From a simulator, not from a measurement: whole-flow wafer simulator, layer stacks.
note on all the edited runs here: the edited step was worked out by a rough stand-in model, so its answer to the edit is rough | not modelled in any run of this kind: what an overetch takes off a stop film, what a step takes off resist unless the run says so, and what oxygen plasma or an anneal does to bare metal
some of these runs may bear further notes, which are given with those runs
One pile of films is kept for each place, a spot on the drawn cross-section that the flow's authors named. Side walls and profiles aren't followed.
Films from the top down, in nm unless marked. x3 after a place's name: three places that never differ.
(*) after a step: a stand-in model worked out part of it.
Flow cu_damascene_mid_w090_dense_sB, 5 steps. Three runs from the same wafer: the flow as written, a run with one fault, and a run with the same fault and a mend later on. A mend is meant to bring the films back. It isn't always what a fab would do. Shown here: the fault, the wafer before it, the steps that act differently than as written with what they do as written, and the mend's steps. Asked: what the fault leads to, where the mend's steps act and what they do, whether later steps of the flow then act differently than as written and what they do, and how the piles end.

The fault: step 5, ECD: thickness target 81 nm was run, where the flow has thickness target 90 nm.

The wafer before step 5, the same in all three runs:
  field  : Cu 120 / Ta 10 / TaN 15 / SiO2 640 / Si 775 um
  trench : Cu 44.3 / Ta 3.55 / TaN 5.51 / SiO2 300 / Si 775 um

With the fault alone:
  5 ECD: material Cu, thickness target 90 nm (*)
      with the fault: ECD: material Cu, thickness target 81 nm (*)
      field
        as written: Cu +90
        with the fault: Cu +81
  No later step of the flow acts differently than as written at any place that is followed.
  At the end the piles differ from the flow's by more than 2% or 0.5 nm, whichever is larger, at field.
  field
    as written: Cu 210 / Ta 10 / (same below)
    with the fault: Cu 201 / Ta 10 / (same below)

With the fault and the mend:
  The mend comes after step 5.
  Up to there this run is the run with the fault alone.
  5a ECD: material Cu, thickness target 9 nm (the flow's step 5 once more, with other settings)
      field, trench
        Cu +9
  No later step of the flow acts differently than as written at any place that is followed.
  At the end the piles are the same as the flow's at every place that both follow.
